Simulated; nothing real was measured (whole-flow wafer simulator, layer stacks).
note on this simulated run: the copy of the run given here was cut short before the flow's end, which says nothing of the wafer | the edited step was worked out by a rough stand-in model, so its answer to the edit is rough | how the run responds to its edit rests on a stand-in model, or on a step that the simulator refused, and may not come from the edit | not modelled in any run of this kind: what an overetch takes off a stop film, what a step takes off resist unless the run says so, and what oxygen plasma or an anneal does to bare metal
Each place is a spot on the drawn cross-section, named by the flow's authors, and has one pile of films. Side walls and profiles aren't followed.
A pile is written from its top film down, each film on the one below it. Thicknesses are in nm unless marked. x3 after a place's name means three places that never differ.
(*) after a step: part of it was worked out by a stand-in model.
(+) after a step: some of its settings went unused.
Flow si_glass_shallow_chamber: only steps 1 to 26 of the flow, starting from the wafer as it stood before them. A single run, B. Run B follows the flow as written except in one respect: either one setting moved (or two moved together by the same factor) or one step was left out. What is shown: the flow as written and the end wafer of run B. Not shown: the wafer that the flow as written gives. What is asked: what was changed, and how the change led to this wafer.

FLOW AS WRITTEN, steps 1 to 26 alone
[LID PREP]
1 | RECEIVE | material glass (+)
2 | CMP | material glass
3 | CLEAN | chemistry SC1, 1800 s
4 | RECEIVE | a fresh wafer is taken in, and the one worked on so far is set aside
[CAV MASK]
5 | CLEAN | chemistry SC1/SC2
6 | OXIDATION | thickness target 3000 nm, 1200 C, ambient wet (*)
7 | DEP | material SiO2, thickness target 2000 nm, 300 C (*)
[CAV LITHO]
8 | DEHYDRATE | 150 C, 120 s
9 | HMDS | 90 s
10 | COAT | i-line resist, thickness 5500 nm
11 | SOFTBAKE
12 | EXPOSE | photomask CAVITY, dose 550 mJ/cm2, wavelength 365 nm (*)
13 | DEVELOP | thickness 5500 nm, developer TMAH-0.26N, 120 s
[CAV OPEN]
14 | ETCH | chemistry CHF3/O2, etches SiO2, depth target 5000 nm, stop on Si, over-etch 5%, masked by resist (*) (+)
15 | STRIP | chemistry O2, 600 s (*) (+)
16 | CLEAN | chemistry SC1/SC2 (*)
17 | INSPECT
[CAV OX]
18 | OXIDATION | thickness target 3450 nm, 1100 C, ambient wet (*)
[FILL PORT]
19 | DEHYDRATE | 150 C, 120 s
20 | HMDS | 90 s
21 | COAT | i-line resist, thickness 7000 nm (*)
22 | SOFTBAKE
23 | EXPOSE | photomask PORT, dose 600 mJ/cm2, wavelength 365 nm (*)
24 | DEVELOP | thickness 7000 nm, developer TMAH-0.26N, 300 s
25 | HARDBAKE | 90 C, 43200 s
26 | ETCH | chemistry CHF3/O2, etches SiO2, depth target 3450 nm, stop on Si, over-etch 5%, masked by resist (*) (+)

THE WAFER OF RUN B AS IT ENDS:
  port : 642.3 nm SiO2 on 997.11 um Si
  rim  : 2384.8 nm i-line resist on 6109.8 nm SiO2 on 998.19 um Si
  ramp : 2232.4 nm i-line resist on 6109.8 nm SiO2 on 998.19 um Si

What caused this: step 26, ETCH: depth target 2674 nm was run, though the flow has depth target 3450 nm.

The path from the change to this, step by step:
  26 | ETCH | chemistry CHF3/O2, etches SiO2, depth target 3450 nm, stop on Si, over-etch 5%, masked by resist (*) (+)
      port: -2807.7 SiO2 (in the flow as written it would be: -3450 SiO2 (all of it), -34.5 Si)
      rim, ramp, cav, ring: -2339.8 i-line resist (in the flow as written it would be: -3018.8 i-line resist)
      (also at 1 further place)
